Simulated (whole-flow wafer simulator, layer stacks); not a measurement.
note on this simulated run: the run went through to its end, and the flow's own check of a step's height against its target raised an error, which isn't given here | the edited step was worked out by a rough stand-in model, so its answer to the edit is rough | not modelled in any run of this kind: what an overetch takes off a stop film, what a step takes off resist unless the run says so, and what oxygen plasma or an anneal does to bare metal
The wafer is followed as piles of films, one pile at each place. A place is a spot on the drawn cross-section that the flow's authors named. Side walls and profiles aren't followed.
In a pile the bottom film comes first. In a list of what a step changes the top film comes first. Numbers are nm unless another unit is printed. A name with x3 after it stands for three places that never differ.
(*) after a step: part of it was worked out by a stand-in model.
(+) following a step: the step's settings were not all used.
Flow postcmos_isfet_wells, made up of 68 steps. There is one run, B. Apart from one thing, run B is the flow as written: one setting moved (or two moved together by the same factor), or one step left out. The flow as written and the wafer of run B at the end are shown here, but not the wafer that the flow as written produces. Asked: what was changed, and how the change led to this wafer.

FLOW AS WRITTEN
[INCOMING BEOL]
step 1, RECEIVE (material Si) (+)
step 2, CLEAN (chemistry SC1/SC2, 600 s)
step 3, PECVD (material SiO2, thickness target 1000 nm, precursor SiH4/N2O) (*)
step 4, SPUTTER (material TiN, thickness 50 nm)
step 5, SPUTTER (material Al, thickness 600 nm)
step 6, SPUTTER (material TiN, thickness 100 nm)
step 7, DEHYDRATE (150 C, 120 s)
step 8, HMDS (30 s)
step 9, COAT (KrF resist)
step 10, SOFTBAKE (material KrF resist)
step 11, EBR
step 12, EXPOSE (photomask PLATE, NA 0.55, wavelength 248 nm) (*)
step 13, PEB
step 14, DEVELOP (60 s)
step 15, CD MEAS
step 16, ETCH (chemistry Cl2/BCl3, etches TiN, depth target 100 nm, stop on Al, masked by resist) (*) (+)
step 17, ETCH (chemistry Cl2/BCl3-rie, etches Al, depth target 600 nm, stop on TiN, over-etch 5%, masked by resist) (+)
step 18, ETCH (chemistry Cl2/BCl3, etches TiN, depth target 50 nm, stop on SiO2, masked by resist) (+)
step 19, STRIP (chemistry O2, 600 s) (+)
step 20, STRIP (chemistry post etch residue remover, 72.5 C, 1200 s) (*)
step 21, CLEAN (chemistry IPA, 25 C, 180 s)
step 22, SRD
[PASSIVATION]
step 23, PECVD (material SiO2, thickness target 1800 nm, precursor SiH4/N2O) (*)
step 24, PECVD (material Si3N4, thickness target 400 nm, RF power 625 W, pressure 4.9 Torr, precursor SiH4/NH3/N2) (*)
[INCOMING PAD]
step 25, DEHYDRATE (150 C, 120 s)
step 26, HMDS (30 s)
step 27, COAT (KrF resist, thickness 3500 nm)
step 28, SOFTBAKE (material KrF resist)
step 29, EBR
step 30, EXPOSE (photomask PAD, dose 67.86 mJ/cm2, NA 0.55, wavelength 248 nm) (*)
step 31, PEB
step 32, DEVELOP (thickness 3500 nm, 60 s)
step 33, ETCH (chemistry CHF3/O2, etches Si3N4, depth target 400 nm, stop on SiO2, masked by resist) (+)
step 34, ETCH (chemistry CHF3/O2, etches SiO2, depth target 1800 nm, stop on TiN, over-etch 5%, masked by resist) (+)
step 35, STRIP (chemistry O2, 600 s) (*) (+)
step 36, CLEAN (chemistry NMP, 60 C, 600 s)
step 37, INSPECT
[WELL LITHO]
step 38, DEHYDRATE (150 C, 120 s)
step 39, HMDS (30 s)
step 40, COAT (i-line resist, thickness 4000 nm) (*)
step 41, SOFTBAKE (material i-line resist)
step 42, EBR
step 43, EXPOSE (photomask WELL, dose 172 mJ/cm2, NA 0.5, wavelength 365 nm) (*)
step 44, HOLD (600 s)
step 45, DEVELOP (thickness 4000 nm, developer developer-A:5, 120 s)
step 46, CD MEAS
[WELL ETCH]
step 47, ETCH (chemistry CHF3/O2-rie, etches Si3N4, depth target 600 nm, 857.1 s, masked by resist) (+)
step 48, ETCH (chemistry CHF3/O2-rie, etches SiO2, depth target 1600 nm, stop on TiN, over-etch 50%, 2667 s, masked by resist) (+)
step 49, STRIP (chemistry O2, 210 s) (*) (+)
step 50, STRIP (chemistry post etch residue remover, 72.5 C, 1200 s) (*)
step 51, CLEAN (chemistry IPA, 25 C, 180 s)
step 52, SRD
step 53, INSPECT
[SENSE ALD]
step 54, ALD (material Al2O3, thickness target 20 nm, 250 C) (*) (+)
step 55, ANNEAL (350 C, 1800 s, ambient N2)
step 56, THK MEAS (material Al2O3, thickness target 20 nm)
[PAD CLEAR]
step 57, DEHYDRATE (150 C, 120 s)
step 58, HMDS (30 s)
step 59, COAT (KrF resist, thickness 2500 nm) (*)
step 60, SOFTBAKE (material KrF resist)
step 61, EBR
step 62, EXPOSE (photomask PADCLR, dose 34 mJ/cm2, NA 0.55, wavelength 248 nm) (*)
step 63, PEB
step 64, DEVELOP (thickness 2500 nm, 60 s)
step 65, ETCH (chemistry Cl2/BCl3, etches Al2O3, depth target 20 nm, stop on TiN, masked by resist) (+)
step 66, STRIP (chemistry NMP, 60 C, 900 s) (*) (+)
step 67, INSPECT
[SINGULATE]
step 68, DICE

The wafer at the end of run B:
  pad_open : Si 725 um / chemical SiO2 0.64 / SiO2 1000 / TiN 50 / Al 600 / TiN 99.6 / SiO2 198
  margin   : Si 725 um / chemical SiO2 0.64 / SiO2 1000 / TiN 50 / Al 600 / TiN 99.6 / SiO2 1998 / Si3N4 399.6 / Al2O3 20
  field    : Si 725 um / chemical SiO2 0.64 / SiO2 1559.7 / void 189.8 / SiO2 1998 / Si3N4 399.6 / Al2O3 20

Cause: step 23, PECVD: thickness target 1998 nm was run, whereas the flow has thickness target 1800 nm.
One can read it off the wafer: margin has SiO2 1998, and step 23 as written asks for 1800 nm.

How this came from the change, step by step:
  step 23, PECVD (material SiO2, thickness target 1800 nm, precursor SiH4/N2O) (*)
      margin, well900, well1300 x3, pad_rim, pad_clr, pad_open: SiO2 gains 1998 (new film) (it would be, as written: SiO2 gains 1800 (new film))
      field: SiO2 gains 1998 (new film), void gains 189.8 (new film), SiO2 gains 559.7 (it would be, as written: SiO2 gains 1800 (new film), void gains 189.9 (new film), SiO2 gains 559.7)
  step 34, ETCH (chemistry CHF3/O2, etches SiO2, depth target 1800 nm, stop on TiN, over-etch 5%, masked by resist) (+)
      pad_open: SiO2 loses 1800 (it would be, as written: SiO2 loses 1800 (all of it))
  step 48, ETCH (chemistry CHF3/O2-rie, etches SiO2, depth target 1600 nm, stop on TiN, over-etch 50%, 2667 s, masked by resist) (+)
      well900, well1300 x3: SiO2 loses 1798 (all of it) (it would be, as written: SiO2 loses 1600 (all of it))
  step 59, COAT (KrF resist, thickness 2500 nm) (*)
      field: KrF resist gains 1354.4 (new film) (it would be, as written: KrF resist gains 1449 (new film))
      margin: KrF resist gains 1354.3 (new film) (it would be, as written: KrF resist gains 1448.9 (new film))
  step 63, PEB
      field, margin: KrF resist loses 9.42 (it would be, as written: KrF resist loses 10.1)
  step 66, STRIP (chemistry NMP, 60 C, 900 s) (*) (+)
      field: KrF resist loses 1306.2 (all of it) (it would be, as written: KrF resist loses 1400.1 (all of it))
      margin: KrF resist loses 1306.1 (all of it) (it would be, as written: KrF resist loses 1400.1 (all of it))
